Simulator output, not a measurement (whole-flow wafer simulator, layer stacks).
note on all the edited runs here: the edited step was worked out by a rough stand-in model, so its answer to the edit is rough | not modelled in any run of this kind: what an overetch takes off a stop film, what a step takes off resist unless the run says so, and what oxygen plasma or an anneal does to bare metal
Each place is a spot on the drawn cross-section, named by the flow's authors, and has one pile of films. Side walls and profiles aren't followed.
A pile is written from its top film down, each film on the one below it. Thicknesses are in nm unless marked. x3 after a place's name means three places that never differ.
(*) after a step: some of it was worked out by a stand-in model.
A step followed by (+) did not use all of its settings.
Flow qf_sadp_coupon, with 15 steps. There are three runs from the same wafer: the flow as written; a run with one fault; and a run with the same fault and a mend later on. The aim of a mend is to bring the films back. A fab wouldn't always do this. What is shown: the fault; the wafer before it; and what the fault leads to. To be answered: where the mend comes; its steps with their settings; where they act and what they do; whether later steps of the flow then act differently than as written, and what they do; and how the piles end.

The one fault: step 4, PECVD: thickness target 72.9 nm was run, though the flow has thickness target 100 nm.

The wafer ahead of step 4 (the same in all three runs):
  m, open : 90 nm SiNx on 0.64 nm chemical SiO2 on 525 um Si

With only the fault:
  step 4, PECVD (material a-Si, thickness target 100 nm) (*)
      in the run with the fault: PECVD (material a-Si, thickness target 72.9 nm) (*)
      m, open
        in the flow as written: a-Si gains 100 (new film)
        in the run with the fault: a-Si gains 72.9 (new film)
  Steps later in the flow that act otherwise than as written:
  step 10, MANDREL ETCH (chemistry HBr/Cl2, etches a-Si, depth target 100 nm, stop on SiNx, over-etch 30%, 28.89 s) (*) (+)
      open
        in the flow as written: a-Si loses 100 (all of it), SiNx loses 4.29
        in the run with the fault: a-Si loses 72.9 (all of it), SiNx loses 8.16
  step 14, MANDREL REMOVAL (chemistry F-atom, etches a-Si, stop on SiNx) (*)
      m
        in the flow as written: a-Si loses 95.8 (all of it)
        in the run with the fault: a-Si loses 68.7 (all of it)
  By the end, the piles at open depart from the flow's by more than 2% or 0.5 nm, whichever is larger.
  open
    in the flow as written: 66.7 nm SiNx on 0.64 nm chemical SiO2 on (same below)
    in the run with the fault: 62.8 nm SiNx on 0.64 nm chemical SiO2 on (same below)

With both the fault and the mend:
  After step 4 comes the mend.
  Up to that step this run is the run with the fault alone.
  step 4a, ETCH (chemistry tmah, depth target 83.84 nm)
      m, open
        a-Si loses 72.9 (all of it)
  step 4b, PECVD (material a-Si, thickness target 100 nm) (*) (a further turn of the flow's step 4)
      m, open
        a-Si gains 100 (new film)
  Every later step of the flow that is run acts as written at every place that is followed.
  The piles end the same as the flow's at every place that both follow.
